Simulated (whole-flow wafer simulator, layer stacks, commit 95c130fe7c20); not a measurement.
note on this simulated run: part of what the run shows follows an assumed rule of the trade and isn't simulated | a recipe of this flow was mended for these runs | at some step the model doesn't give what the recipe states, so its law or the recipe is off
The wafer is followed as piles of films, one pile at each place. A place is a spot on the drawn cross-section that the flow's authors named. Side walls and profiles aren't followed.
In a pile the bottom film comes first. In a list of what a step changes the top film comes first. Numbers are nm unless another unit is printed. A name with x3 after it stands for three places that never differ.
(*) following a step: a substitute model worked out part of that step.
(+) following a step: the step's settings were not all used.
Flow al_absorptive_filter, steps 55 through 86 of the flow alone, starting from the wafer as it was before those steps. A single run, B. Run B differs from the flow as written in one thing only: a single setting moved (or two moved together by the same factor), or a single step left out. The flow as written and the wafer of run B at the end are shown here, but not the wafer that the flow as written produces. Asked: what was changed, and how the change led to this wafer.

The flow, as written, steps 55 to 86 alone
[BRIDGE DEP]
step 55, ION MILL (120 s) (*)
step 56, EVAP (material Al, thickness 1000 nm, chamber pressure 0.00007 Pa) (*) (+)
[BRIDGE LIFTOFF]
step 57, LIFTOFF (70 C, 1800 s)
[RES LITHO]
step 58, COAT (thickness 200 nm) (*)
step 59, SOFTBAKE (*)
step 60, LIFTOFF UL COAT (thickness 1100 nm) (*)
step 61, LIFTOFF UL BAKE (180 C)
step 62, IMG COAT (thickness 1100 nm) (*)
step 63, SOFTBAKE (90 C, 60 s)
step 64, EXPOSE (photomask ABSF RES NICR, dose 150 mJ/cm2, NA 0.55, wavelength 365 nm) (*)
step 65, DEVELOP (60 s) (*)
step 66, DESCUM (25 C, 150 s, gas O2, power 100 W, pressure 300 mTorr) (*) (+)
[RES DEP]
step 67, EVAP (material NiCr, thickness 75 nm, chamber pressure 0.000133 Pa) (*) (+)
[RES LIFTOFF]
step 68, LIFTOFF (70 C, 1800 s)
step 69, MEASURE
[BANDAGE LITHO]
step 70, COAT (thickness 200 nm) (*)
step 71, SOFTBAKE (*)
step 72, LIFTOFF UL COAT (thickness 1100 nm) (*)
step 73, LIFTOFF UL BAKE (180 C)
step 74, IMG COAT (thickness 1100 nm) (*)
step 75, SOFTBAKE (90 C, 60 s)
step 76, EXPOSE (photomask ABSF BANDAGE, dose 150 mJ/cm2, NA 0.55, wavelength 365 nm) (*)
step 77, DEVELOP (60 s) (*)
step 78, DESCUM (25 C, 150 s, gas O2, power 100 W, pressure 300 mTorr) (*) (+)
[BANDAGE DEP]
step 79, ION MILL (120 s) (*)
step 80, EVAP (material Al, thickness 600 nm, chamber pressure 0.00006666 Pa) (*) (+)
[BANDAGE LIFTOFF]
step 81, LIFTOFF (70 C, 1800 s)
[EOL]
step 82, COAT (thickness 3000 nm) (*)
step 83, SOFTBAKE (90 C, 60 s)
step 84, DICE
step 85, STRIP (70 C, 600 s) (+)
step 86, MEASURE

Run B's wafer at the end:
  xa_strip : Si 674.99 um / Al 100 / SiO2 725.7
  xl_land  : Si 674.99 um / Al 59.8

Cause: step 56, EVAP: material Al, thickness 1000 nm, chamber pressure 0.00007 Pa (*) (+), was skipped.

The path from the change to this, step by step:
  step 57, LIFTOFF (70 C, 1800 s)
      gnd, xa_field, idc_field: i-line-resist loses 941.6 (all of it), lift-off-underlayer loses 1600 (all of it), acrylic-e-beam-resist loses 200 (all of it) (in the flow as written it would be: Al loses 1000 (all of it), i-line-resist loses 941.6 (all of it), lift-off-underlayer loses 1600 (all of it), acrylic-e-beam-resist loses 200 (all of it))
      pad_far: i-line-resist loses 940.5 (all of it), lift-off-underlayer loses 1591.1 (all of it), acrylic-e-beam-resist loses 198.5 (all of it) (in the flow as written it would be: Al loses 1000 (all of it), i-line-resist loses 940.5 (all of it), lift-off-underlayer loses 1591.1 (all of it), acrylic-e-beam-resist loses 198.5 (all of it))
      (also at 6 further places)
  step 58, COAT (thickness 200 nm) (*)
      xa_margin: acrylic-e-beam-resist gains 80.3 (new film) (in the flow as written it would be: acrylic-e-beam-resist gains 288.1 (new film))
      xa_strip: acrylic-e-beam-resist gains 162.3 (new film) (in the flow as written it would be: acrylic-e-beam-resist gains 66.9 (new film))
      (also at 2 further places)
  step 60, LIFTOFF UL COAT (thickness 1100 nm) (*)
      xa_margin: lift-off-underlayer gains 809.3 (new film) (in the flow as written it would be: lift-off-underlayer gains 1021 (new film))
      xa_strip: lift-off-underlayer gains 797.8 (new film) (in the flow as written it would be: lift-off-underlayer gains 459.8 (new film))
      (also at 1 further place)
  step 62, IMG COAT (thickness 1100 nm) (*)
      xa_margin: i-line-resist gains 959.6 (new film) (in the flow as written it would be: i-line-resist gains 741.1 (new film))
      xa_strip: i-line-resist gains 906 (new film) (in the flow as written it would be: i-line-resist gains 577.9 (new film))
  step 63, SOFTBAKE (90 C, 60 s)
      xa_margin: i-line-resist loses 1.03 (in the flow as written it would be: i-line-resist loses 3.13)
      xa_strip: i-line-resist loses 2.63 (in the flow as written it would be: i-line-resist loses 4.64)
  step 68, LIFTOFF (70 C, 1800 s)
      xa_margin: NiCr loses 75 (all of it), i-line-resist loses 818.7 (all of it), lift-off-underlayer loses 809.3 (all of it), acrylic-e-beam-resist loses 80.3 (all of it) (in the flow as written it would be: NiCr loses 75 (all of it), i-line-resist loses 598.1 (all of it), lift-off-underlayer loses 1021 (all of it), acrylic-e-beam-resist loses 288.1 (all of it))
      xa_strip: NiCr loses 75 (all of it), i-line-resist loses 763.5 (all of it), lift-off-underlayer loses 797.8 (all of it), acrylic-e-beam-resist loses 162.3 (all of it) (in the flow as written it would be: NiCr loses 75 (all of it), i-line-resist loses 433.3 (all of it), lift-off-underlayer loses 459.8 (all of it), acrylic-e-beam-resist loses 66.9 (all of it))
      (also at 2 further places)
  step 70, COAT (thickness 200 nm) (*)
      xa_margin: acrylic-e-beam-resist gains 80.3 (new film) (in the flow as written it would be: acrylic-e-beam-resist gains 288.1 (new film))
      xa_strip: acrylic-e-beam-resist gains 162.3 (new film) (in the flow as written it would be: acrylic-e-beam-resist gains 66.9 (new film))
      (also at 1 further place)
  step 72, LIFTOFF UL COAT (thickness 1100 nm) (*)
      xa_margin: lift-off-underlayer gains 809.3 (new film) (in the flow as written it would be: lift-off-underlayer gains 1021 (new film))
      xa_strip: lift-off-underlayer gains 797.8 (new film) (in the flow as written it would be: lift-off-underlayer gains 459.8 (new film))
  step 74, IMG COAT (thickness 1100 nm) (*)
      xa_margin: i-line-resist gains 959.6 (new film) (in the flow as written it would be: i-line-resist gains 741.1 (new film))
      xa_strip: i-line-resist gains 906 (new film) (in the flow as written it would be: i-line-resist gains 577.9 (new film))
  step 75, SOFTBAKE (90 C, 60 s)
      xa_margin: i-line-resist loses 1.03 (in the flow as written it would be: i-line-resist loses 3.13)
      xa_strip: i-line-resist loses 2.63 (in the flow as written it would be: i-line-resist loses 4.64)
  step 81, LIFTOFF (70 C, 1800 s)
      xa_margin: Al loses 600 (all of it), i-line-resist loses 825 (all of it), lift-off-underlayer loses 809.3 (all of it), acrylic-e-beam-resist loses 80.3 (all of it) (in the flow as written it would be: Al loses 600 (all of it), i-line-resist loses 604.4 (all of it), lift-off-underlayer loses 1021 (all of it), acrylic-e-beam-resist loses 288.1 (all of it))
      xa_strip: Al loses 600 (all of it), i-line-resist loses 769.8 (all of it), lift-off-underlayer loses 797.8 (all of it), acrylic-e-beam-resist loses 162.3 (all of it) (in the flow as written it would be: Al loses 600 (all of it), i-line-resist loses 439.6 (all of it), lift-off-underlayer loses 459.8 (all of it), acrylic-e-beam-resist loses 66.9 (all of it))
      (also at 1 further place)
  step 82, COAT (thickness 3000 nm) (*)
      xa_margin: i-line-resist gains 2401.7 (new film) (in the flow as written it would be: i-line-resist gains 2563.4 (new film))
      xa_strip: i-line-resist gains 2413.1 (new film) (in the flow as written it would be: i-line-resist gains 1594.3 (new film))
  step 83, SOFTBAKE (90 C, 60 s)
      xa_margin: i-line-resist loses 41 (in the flow as written it would be: i-line-resist loses 94.2)
      xa_strip: i-line-resist loses 50.1 (in the flow as written it would be: i-line-resist loses 117.3)
      (also at 1 further place)
  step 85, STRIP (70 C, 600 s) (+)
      xa_margin: i-line-resist loses 2360.7 (all of it) (in the flow as written it would be: i-line-resist loses 2469.3 (all of it))
      xa_strip: i-line-resist loses 2363 (all of it) (in the flow as written it would be: i-line-resist loses 1477 (all of it))
If metal films that touch count as one body, xa_strip has 1 body; the flow as written gives 2 bodies (between them, from the top down: SiO2 725.7).
